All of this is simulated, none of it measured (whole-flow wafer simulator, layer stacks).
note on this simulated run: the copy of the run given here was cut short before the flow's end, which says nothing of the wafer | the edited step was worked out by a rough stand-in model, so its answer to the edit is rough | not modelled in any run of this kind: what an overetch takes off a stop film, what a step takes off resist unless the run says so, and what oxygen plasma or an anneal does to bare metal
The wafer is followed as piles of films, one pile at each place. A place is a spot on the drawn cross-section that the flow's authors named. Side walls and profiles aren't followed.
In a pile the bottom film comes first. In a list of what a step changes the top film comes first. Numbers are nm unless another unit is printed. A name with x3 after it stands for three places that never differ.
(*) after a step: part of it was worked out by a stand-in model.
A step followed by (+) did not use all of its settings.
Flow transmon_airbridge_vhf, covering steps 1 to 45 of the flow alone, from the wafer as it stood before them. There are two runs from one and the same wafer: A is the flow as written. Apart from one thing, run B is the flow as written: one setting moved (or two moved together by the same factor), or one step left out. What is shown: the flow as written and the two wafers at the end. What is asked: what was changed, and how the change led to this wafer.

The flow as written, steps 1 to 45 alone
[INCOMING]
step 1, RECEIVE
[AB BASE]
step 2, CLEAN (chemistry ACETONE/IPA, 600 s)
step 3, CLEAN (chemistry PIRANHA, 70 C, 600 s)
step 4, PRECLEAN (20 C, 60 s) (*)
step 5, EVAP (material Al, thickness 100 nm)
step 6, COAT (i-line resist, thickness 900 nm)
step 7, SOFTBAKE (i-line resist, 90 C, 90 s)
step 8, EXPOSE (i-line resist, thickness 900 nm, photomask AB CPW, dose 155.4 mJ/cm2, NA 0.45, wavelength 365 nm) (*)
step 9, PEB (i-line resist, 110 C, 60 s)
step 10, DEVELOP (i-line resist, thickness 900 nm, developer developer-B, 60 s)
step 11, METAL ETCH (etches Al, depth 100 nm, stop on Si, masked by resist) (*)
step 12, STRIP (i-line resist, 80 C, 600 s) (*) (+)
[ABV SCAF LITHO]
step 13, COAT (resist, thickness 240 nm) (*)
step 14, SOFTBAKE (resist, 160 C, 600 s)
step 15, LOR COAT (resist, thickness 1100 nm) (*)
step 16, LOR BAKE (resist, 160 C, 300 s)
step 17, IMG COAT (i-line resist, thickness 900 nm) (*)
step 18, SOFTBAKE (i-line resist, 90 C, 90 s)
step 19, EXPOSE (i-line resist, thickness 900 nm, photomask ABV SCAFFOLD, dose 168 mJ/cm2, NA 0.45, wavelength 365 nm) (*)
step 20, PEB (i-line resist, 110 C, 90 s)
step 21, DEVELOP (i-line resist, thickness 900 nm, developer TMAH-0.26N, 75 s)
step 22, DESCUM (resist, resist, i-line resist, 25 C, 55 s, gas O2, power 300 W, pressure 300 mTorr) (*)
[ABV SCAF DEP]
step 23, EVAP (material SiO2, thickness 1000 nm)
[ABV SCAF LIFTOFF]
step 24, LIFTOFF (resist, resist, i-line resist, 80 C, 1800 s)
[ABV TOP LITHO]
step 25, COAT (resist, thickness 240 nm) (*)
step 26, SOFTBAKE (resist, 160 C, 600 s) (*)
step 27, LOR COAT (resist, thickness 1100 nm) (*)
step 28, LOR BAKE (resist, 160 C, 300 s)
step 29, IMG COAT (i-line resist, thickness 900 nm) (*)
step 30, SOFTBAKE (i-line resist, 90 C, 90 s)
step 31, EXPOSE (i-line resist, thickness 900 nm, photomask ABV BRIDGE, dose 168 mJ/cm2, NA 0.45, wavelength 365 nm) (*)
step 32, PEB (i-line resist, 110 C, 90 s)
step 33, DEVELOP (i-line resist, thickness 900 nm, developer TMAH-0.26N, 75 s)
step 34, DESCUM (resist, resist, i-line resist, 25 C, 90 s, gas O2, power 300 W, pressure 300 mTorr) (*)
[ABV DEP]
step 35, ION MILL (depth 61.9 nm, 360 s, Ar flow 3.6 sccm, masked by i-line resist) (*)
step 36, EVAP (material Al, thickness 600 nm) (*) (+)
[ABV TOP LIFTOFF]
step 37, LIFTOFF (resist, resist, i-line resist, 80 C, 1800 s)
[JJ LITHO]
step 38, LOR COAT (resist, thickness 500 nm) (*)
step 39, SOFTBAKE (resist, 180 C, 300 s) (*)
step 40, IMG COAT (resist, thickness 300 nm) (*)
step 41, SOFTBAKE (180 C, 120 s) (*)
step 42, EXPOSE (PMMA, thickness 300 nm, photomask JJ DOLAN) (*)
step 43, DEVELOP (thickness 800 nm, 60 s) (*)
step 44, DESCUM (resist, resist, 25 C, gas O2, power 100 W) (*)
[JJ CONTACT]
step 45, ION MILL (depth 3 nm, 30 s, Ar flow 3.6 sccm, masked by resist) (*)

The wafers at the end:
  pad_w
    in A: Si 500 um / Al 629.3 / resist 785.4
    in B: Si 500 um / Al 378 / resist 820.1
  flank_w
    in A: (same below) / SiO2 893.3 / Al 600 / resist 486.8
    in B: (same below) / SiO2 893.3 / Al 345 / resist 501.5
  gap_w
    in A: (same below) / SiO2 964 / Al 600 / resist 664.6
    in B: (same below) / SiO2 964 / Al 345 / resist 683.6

What caused this: step 36, EVAP: thickness 345 nm was run, though the flow has thickness 600 nm.
The wafer lets one read it off: flank_w has Al 345, and step 36 as written asks for 600 nm.

Step by step, how the change led to this:
  step 36, EVAP (material Al, thickness 600 nm) (*) (+)
      field x3, jj_line, ground_far and 10 more: A Al gains 600 (new film) | B Al gains 345 (new film)
      pad_w, pad_e: A Al gains 591.2 | B Al gains 340
  step 37, LIFTOFF (resist, resist, i-line resist, 80 C, 1800 s)
      field x3, jj_line, trace_open_s x2: A Al loses 600 (all of it), i-line resist loses 600 (all of it), resist loses 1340 (all of it) | B Al loses 345 (all of it), i-line resist loses 600 (all of it), resist loses 1340 (all of it)
      margin_s, margin_n: A Al loses 600 (all of it), i-line resist loses 318.3 (all of it), resist loses 992 (all of it) | B Al loses 345 (all of it), i-line resist loses 318.3 (all of it), resist loses 992 (all of it)
      (also at 1 further place)
  step 38, LOR COAT (resist, thickness 500 nm) (*)
      pad_w, pad_e: A resist gains 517 (new film) | B resist gains 539.9 (new film)
      gap_w, gap_e: A resist gains 450.7 (new film) | B resist gains 461.1 (new film)
      (also at 4 further places)
  step 40, IMG COAT (resist, thickness 300 nm) (*)
      pad_w, pad_e: A resist gains 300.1 | B resist gains 312
      flank_w, flank_e: A resist gains 212.1 | B resist gains 220.8
      (also at 4 further places)
